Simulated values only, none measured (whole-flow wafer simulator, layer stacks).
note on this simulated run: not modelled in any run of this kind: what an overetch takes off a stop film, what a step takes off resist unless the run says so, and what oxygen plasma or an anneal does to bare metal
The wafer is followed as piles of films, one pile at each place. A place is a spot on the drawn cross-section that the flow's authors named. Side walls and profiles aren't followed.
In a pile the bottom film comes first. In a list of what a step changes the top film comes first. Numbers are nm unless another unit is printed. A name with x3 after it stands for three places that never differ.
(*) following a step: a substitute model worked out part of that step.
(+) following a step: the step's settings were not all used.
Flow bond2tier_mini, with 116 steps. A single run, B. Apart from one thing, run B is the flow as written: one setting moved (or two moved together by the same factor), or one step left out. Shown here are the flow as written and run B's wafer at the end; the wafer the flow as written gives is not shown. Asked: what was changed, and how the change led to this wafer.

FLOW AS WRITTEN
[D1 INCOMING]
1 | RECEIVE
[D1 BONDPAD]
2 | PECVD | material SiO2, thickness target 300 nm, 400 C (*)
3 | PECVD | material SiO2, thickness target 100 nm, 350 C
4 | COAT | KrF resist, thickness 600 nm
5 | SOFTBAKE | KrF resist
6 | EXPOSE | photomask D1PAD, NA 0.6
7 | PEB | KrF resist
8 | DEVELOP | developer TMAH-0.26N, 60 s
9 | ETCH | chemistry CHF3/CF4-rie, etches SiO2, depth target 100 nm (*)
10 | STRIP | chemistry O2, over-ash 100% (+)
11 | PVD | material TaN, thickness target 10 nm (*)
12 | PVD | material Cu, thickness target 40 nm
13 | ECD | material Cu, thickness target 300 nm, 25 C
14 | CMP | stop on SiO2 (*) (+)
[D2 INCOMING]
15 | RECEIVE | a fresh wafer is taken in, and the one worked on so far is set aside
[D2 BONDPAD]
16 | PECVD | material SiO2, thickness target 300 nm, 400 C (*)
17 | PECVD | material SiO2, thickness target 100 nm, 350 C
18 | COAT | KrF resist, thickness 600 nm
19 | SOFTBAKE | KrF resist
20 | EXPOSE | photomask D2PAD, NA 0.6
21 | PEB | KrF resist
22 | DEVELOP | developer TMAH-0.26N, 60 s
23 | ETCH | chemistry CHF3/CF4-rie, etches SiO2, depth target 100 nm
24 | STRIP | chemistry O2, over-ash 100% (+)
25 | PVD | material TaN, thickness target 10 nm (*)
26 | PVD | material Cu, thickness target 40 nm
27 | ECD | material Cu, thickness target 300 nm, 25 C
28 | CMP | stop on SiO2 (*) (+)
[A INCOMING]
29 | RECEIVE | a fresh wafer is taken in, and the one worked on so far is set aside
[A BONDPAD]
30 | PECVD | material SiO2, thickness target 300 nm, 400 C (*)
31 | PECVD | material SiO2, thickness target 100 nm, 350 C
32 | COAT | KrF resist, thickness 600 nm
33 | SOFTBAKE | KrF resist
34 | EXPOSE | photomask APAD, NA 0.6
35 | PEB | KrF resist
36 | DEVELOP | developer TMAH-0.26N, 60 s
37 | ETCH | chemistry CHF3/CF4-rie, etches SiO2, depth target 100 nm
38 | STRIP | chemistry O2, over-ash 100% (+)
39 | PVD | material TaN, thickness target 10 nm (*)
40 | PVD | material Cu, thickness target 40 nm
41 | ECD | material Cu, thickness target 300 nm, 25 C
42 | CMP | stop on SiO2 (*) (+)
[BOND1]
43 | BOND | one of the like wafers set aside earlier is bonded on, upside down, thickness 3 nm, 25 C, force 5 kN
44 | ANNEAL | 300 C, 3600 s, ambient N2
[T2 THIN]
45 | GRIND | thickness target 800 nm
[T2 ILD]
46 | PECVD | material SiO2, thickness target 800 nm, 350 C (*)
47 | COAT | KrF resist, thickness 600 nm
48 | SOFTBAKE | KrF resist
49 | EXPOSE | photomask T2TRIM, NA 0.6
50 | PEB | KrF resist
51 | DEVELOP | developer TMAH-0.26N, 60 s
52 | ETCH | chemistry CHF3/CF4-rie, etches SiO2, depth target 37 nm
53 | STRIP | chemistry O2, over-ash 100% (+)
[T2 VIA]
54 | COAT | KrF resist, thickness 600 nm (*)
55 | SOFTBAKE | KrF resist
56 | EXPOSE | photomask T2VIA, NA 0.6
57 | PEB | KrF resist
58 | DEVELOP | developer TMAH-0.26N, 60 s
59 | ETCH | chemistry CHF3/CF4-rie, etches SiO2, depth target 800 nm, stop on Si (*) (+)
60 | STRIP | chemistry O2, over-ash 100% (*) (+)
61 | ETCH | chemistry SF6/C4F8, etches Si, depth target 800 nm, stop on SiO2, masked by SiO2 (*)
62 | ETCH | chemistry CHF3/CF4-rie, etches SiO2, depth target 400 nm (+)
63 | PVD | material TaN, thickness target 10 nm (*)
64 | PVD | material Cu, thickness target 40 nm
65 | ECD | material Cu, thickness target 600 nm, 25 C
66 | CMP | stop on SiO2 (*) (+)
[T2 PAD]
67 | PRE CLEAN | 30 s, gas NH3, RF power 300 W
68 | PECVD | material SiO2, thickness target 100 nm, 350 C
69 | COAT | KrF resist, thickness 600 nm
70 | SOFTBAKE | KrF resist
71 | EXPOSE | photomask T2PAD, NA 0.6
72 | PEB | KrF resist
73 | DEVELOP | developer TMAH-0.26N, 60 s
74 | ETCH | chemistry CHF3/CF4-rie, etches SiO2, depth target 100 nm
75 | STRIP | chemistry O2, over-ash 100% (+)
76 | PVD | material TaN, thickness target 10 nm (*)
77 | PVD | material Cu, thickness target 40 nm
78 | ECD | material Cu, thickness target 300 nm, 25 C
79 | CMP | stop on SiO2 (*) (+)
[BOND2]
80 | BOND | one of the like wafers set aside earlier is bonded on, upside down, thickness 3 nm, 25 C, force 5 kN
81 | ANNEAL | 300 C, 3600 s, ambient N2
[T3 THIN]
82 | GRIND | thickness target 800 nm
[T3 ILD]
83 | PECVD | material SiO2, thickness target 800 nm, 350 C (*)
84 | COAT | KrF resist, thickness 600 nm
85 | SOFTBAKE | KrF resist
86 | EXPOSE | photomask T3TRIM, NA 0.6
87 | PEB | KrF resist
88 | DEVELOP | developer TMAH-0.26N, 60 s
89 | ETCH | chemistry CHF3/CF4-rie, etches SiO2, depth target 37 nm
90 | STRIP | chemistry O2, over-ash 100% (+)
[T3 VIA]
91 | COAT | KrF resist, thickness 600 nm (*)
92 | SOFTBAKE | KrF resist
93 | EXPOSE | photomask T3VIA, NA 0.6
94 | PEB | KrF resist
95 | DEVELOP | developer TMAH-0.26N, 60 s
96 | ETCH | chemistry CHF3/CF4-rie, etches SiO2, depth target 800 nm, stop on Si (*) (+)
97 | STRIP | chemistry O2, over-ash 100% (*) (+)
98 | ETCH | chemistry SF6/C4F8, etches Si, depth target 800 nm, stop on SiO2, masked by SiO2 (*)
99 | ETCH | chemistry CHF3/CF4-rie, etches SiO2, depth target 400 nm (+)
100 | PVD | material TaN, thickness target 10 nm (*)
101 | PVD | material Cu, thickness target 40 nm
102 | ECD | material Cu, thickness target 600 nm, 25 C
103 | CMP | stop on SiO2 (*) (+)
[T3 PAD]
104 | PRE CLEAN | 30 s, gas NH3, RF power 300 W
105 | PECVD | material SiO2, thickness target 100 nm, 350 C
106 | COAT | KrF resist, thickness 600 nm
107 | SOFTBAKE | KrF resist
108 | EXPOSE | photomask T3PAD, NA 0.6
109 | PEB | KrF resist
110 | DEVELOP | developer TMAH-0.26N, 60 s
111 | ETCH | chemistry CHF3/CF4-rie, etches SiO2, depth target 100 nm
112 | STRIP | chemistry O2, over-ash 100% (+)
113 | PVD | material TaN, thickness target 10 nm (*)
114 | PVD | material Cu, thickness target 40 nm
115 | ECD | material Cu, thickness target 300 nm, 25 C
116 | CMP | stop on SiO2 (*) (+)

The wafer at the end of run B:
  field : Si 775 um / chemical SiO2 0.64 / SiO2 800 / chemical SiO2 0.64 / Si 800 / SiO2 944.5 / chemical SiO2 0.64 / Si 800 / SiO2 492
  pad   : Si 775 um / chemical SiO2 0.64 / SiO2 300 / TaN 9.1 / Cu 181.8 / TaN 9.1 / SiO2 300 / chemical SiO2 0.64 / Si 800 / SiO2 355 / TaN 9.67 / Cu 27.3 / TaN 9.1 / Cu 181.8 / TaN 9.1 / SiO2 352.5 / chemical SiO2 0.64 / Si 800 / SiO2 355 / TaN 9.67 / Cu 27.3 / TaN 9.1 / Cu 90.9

Cause: step 17, PECVD: thickness target 152.5 nm was run, though the flow has thickness target 100 nm.

Step by step, how the change led to this:
  17 | PECVD | material SiO2, thickness target 100 nm, 350 C
      field, pad, via: +152.5 SiO2 (it would be, as written: +100 SiO2)
  80 | BOND | one of the like wafers set aside earlier is bonded on, upside down, thickness 3 nm, 25 C, force 5 kN
      field: +775 um Si (new film), +0.64 chemical SiO2 (new film), +452.5 SiO2 (it would be, as written: +775 um Si (new film), +0.64 chemical SiO2 (new film), +400 SiO2)
      pad: +775 um Si (new film), +0.64 chemical SiO2 (new film), +352.5 SiO2 (new film), +9.1 TaN (new film), +90.9 Cu (it would be, as written: +775 um Si (new film), +0.64 chemical SiO2 (new film), +300 SiO2 (new film), +9.1 TaN (new film), +90.9 Cu)
